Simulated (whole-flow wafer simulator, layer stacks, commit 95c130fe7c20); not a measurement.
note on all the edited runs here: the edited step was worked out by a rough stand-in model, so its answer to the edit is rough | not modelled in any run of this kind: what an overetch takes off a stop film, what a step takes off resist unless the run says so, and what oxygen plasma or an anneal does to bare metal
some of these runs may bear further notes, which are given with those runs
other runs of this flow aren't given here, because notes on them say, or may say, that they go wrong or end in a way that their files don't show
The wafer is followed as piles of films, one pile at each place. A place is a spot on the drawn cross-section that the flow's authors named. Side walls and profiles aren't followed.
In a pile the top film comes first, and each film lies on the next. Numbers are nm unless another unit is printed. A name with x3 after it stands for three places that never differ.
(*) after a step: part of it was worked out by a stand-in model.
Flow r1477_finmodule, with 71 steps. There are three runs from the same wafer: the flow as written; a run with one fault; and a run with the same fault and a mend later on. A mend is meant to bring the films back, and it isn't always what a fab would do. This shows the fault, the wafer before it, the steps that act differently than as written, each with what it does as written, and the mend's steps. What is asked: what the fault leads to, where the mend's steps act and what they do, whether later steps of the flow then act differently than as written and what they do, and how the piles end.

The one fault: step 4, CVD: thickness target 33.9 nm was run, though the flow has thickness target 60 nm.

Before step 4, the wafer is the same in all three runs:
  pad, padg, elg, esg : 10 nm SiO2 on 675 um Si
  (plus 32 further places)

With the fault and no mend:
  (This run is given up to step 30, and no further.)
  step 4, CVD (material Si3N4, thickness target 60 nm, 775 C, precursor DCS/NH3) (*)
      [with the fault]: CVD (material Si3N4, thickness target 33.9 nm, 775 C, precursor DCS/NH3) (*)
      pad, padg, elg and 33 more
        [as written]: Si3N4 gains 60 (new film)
        [with the fault]: Si3N4 gains 33.9 (new film)
  Later steps of the flow up to step 30 that are run all act as written at every place that is followed.
  Once step 30 is done, the piles at pad, padg, elg and 33 more depart from the flow's by more than 2% or 0.5 nm, whichever is larger.
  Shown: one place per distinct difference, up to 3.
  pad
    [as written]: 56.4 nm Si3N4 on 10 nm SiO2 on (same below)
    [with the fault]: 30.3 nm Si3N4 on 10 nm SiO2 on (same below)
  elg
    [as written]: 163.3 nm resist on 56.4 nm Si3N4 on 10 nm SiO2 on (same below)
    [with the fault]: 163.3 nm resist on 30.3 nm Si3N4 on 10 nm SiO2 on (same below)
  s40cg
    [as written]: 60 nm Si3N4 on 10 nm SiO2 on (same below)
    [with the fault]: 33.9 nm Si3N4 on 10 nm SiO2 on (same below)

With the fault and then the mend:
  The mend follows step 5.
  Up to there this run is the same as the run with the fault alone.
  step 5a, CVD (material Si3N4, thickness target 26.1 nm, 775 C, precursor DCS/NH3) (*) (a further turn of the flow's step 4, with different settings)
      pad, padg, elg and 33 more
        Si3N4 gains 26.1
  Later steps of the flow that are run all act as written at every place that is followed.
  By the end, the piles equal the flow's at every place that both follow.
